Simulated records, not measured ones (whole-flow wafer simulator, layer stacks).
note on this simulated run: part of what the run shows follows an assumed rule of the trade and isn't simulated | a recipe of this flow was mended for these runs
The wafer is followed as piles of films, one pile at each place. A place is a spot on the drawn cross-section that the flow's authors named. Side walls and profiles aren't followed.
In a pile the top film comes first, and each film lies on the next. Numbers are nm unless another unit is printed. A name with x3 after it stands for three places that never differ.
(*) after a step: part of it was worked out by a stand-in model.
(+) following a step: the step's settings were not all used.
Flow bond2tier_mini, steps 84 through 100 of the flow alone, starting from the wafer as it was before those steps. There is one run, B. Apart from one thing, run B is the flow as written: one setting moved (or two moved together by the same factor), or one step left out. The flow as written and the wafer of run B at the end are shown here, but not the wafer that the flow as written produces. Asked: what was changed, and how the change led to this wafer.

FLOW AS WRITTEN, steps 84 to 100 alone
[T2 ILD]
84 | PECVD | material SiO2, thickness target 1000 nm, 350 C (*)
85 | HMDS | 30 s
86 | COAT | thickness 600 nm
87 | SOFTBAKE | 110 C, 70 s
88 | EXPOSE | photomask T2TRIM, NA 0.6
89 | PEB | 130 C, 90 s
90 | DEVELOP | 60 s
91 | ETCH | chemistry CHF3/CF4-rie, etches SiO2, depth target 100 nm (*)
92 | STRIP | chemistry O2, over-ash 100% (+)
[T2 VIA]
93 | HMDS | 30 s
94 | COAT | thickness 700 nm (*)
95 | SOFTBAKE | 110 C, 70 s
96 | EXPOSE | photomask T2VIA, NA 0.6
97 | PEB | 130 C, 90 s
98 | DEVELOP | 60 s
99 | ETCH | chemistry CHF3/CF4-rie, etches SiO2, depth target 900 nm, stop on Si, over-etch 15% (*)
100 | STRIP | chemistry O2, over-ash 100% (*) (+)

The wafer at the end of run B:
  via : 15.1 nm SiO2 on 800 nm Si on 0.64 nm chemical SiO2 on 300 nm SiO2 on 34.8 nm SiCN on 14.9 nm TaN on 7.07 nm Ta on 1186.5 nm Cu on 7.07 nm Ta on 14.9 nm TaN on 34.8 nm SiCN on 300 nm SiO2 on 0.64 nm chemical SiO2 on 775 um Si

Cause: step 99, ETCH: depth target 769.5 nm was run, while the flow as written has depth target 900 nm.

Step by step, how the change led to this:
  99 | ETCH | chemistry CHF3/CF4-rie, etches SiO2, depth target 900 nm, stop on Si, over-etch 15% (*)
      via: -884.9 SiO2 (as written it would have been: -900 SiO2 (all of it), -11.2 Si)
      field, pad: -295 thick-KrF-resist (as written it would have been: -345 thick-KrF-resist)
  100 | STRIP | chemistry O2, over-ash 100% (*) (+)
      field: -336.6 thick-KrF-resist (all of it) (as written it would have been: -286.6 thick-KrF-resist (all of it))
      pad: -423 thick-KrF-resist (all of it) (as written it would have been: -372.9 thick-KrF-resist (all of it))
